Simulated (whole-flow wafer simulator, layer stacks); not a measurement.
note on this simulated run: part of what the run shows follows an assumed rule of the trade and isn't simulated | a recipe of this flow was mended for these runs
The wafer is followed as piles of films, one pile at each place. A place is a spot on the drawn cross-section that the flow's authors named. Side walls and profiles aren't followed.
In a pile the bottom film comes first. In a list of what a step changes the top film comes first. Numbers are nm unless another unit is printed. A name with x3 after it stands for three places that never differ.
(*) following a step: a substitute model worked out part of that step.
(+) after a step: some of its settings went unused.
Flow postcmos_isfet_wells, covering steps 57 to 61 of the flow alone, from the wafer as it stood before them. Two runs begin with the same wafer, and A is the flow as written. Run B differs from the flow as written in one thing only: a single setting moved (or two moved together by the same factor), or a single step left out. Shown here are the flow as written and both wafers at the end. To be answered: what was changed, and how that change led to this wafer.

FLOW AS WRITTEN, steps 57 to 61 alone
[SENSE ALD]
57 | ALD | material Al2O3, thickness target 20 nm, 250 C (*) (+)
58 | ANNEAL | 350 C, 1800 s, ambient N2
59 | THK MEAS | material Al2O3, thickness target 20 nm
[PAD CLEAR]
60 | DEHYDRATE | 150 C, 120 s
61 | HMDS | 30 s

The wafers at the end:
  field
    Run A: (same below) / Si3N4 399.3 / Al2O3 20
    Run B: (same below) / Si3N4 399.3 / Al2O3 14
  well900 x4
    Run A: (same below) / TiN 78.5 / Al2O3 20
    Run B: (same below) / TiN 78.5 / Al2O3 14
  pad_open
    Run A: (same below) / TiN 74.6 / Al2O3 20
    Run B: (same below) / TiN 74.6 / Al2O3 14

What caused this: step 57, ALD: thickness target 14 nm was run, whereas the flow has thickness target 20 nm.
One can read it off the wafer: field has Al2O3 14, and step 57 as written asks for 20 nm.

The path from the change to this, step by step:
  57 | ALD | material Al2O3, thickness target 20 nm, 250 C (*) (+)
      field, margin x3, well900 x4, pad_open: A Al2O3 gains 20 (new film) | B Al2O3 gains 14 (new film)
